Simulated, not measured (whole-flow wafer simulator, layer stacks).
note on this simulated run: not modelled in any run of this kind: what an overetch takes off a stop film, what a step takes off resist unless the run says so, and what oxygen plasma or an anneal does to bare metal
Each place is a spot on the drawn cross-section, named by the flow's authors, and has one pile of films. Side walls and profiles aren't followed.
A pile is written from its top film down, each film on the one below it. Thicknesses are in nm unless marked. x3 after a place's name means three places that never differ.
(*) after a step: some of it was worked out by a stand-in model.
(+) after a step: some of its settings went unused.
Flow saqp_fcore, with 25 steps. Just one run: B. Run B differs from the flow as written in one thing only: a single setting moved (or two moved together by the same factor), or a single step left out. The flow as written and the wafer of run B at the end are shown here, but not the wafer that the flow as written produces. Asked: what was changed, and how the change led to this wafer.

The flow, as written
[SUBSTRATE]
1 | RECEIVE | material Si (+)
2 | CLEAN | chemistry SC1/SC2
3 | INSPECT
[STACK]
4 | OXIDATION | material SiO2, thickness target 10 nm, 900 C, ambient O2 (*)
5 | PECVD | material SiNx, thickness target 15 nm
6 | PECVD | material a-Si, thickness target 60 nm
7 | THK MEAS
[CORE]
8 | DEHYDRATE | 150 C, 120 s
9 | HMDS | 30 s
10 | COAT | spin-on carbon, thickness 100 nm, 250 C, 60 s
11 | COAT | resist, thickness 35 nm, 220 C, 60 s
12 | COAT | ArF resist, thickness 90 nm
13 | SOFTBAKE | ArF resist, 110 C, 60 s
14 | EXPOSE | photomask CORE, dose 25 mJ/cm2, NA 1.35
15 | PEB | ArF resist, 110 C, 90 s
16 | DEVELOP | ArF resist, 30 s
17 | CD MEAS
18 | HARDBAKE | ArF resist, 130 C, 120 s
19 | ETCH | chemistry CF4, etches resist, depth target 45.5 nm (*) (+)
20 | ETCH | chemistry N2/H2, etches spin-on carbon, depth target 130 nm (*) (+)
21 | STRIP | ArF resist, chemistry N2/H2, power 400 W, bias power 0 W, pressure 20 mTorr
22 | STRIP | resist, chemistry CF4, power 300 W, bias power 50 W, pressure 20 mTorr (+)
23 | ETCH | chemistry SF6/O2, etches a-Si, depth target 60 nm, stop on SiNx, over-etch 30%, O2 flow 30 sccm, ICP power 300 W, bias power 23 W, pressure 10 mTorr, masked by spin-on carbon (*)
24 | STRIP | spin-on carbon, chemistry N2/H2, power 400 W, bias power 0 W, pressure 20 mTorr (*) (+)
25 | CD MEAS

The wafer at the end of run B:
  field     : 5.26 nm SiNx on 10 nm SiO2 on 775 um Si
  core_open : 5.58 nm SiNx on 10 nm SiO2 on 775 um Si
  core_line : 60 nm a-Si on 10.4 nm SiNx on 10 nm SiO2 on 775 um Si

Cause: step 5, PECVD: thickness target 10.4 nm was run, whereas the flow has thickness target 15 nm.
The wafer itself shows it: core_line has SiNx 10.4, and step 5 as written asks for 15 nm.

The path from the change to this, step by step:
  5 | PECVD | material SiNx, thickness target 15 nm
      field, core_open, core_line: +10.4 SiNx (new film) (as written it would have been: +15 SiNx (new film))
